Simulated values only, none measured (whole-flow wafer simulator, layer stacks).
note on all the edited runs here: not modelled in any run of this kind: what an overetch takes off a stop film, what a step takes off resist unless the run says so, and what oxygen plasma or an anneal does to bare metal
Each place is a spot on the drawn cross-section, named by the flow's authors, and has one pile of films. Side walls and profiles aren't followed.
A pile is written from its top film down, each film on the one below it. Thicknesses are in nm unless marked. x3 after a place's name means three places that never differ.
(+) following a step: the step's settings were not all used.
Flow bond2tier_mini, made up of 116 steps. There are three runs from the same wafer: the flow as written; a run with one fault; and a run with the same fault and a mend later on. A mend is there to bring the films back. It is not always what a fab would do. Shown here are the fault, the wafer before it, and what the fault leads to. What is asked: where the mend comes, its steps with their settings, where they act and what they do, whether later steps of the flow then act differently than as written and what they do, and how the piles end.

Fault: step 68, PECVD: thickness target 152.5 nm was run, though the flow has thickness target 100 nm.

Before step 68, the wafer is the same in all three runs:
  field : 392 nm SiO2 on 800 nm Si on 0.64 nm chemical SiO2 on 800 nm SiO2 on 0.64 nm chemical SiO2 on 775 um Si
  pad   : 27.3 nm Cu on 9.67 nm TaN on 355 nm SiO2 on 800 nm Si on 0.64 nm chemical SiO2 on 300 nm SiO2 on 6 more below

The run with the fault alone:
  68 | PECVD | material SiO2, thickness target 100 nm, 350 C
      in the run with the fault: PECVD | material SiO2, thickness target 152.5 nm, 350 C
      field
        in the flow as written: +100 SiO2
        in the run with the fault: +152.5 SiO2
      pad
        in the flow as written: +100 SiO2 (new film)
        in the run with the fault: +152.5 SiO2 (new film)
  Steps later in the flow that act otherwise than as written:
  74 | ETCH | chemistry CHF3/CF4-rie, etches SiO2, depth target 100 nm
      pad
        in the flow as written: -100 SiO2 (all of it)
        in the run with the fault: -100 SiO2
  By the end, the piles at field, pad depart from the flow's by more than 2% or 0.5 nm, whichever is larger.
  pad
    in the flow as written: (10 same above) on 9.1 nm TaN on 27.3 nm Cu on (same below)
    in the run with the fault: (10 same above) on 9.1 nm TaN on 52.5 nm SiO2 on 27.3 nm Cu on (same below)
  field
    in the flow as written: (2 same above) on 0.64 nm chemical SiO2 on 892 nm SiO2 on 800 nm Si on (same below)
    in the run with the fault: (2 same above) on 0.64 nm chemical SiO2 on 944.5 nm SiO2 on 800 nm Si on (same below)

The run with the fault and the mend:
  The mend stands after step 73.
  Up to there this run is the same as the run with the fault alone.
  74 | ETCH | chemistry CHF3/CF4-rie, etches SiO2, depth target 152.5 nm (the flow's step 74, where the flow has depth target 100 nm)
      field
        -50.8 KrF resist
      pad
        -152.5 SiO2 (all of it)
  Steps later in the flow that act otherwise than as written (1 more step, not shown, differs only slightly: by at most 2% or 0.5 nm, whichever is larger):
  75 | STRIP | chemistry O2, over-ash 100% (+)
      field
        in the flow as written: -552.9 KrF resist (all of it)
        in the run with the mend: -535.4 KrF resist (all of it)
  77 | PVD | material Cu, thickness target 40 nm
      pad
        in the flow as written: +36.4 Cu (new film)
        in the run with the mend: +34.7 Cu (new film)
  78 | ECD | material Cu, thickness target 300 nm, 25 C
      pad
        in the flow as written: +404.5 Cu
        in the run with the mend: +459.2 Cu
  By the end, the piles at field, pad depart from the flow's by more than 2% or 0.5 nm, whichever is larger.
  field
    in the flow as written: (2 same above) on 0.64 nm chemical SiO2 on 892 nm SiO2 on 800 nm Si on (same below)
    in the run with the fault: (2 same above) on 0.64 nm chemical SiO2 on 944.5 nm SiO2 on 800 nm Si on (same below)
    in the run with the mend: (2 same above) on 0.64 nm chemical SiO2 on 944.5 nm SiO2 on 800 nm Si on (same below)
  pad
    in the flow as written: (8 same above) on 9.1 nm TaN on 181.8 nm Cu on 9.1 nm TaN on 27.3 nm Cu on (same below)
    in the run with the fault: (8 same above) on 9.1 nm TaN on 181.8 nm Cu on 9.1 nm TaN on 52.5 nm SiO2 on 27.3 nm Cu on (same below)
    in the run with the mend: (8 same above) on 9.1 nm TaN on 234.7 nm Cu on 8.66 nm TaN on 27.3 nm Cu on (same below)
